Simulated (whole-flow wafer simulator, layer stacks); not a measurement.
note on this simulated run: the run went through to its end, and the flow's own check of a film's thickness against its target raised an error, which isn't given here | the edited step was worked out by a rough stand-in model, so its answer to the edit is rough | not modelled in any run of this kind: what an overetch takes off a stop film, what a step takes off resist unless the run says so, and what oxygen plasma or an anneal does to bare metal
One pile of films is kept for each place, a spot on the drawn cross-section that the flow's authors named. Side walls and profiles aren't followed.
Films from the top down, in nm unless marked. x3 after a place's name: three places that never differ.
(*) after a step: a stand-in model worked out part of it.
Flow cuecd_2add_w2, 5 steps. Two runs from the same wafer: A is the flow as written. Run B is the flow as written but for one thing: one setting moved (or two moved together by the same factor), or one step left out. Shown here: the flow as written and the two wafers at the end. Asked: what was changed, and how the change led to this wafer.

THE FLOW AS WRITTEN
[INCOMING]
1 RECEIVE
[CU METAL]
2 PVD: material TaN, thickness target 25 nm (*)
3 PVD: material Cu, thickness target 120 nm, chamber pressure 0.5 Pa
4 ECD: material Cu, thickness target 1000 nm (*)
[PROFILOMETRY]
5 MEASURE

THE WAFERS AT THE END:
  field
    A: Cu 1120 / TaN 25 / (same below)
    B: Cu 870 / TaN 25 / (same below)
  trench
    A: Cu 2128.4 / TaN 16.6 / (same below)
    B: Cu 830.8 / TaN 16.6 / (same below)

The cause: step 4, ECD: thickness target 750 nm was run, where the flow has thickness target 1000 nm.

How the change led to this, step by step:
  4 ECD: material Cu, thickness target 1000 nm (*)
      field: A Cu +1000 | B Cu +750
      trench: A Cu +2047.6 | B Cu +750
